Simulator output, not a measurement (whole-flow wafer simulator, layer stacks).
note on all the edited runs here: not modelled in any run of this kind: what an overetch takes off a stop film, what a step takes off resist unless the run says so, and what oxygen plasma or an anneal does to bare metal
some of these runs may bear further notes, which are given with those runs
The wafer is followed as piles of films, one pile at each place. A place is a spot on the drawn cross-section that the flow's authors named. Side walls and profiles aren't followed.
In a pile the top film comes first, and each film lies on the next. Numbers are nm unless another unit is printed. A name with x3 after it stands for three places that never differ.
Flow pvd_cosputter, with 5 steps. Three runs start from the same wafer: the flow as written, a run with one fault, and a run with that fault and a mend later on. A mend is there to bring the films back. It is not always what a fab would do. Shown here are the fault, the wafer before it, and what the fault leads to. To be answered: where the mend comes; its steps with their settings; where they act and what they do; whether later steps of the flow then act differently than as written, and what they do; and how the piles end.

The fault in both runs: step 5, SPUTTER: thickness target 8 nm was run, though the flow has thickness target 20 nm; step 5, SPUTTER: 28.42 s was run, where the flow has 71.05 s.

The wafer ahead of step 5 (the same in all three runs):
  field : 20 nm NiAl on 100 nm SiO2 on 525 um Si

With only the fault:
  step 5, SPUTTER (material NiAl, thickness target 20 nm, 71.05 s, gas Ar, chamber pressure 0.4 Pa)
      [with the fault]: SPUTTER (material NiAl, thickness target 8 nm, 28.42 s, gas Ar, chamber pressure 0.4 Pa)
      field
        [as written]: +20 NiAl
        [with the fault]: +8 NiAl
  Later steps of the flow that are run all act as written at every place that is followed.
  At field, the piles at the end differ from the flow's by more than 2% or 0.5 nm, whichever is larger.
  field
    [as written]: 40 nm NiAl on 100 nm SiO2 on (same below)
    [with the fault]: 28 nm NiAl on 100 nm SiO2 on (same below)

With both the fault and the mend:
  The mend stands after step 5.
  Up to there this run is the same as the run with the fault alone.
  step 5a, SPUTTER (material NiAl, thickness target 12 nm, 42.63 s, gas Ar, chamber pressure 0.4 Pa) (a further turn of the flow's step 5, with different settings)
      field
        +12 NiAl
  Later steps of the flow that are run all act as written at every place that is followed.
  The piles end the same as the flow's at every place that both follow.
